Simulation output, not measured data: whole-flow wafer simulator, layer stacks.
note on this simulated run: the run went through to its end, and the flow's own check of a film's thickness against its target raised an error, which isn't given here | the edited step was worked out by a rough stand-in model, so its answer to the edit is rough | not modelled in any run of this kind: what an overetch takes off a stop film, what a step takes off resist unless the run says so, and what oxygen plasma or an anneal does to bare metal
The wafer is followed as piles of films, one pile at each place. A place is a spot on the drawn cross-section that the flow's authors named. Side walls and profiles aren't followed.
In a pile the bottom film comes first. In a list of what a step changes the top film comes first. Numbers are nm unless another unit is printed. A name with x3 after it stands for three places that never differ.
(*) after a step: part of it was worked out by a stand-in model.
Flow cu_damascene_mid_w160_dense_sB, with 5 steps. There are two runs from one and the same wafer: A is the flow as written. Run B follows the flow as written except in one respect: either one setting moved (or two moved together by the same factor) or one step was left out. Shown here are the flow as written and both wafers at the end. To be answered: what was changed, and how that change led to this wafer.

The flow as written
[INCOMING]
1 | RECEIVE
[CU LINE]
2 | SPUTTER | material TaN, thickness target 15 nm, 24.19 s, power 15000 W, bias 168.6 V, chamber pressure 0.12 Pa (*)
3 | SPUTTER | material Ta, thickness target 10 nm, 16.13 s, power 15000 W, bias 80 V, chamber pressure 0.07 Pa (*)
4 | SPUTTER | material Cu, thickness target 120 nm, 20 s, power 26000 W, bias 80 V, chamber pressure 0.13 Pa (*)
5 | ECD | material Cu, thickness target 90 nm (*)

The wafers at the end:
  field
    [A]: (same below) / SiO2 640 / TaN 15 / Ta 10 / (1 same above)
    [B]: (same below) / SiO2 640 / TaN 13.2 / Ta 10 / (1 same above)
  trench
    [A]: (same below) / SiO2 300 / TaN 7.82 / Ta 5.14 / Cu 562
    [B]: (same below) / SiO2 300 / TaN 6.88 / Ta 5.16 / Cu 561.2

What caused this: step 2, SPUTTER: thickness target 13.2 nm was run, whereas the flow has thickness target 15 nm; step 2, SPUTTER: 21.36 s was run, where the flow has 24.19 s.
The wafer lets one read it off: field has TaN 13.2, and step 2 as written asks for 15 nm.

How this came from the change, step by step:
  2 | SPUTTER | material TaN, thickness target 15 nm, 24.19 s, power 15000 W, bias 168.6 V, chamber pressure 0.12 Pa (*)
      field: A +15 TaN (new film) | B +13.2 TaN (new film)
      trench: A +7.82 TaN (new film) | B +6.88 TaN (new film)
